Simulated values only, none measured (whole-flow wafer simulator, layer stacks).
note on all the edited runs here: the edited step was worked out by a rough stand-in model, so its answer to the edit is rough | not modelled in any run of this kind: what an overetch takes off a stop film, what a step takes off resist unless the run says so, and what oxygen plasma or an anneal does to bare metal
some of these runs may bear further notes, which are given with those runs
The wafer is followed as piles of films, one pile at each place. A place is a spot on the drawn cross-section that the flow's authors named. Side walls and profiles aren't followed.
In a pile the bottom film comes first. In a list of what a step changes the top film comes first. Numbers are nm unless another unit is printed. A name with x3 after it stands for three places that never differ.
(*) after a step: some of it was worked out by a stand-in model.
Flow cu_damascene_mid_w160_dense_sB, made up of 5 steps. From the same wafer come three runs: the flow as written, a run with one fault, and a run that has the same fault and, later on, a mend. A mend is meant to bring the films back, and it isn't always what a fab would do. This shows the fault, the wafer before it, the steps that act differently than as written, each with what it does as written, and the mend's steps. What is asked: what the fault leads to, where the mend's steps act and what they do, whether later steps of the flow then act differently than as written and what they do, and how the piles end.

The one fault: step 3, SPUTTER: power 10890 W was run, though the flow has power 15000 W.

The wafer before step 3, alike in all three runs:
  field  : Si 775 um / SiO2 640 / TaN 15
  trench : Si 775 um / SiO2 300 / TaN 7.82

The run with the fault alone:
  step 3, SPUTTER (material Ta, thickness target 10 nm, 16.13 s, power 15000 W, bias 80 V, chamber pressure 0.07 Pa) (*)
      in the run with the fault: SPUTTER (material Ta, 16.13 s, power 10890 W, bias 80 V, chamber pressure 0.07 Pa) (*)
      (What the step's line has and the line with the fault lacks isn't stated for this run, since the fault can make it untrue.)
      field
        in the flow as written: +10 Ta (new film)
        in the run with the fault: +7.26 Ta (new film)
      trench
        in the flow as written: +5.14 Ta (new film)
        in the run with the fault: +3.58 Ta (new film)
  None of the later steps of the flow differs from how it acts as written, at any place that is followed, by more than 2% or 0.5 nm, whichever is larger.
  By the end, the piles at field, trench depart from the flow's by more than 2% or 0.5 nm, whichever is larger.
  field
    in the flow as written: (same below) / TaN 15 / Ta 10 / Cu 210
    in the run with the fault: (same below) / TaN 15 / Ta 7.26 / Cu 210
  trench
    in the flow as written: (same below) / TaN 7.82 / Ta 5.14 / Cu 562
    in the run with the fault: (same below) / TaN 7.82 / Ta 3.58 / Cu 560.9

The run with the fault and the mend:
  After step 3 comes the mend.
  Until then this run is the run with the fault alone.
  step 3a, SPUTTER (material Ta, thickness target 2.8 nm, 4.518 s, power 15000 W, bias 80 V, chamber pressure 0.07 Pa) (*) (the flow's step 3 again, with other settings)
      field
        +2.8 Ta
      trench
        +1.41 Ta
  None of the later steps of the flow differs from how it acts as written, at any place that is followed, by more than 2% or 0.5 nm, whichever is larger.
  When the end is reached, the piles differ only a little from the flow's at the places that both follow, at most by 2% or 0.5 nm, whichever is larger.
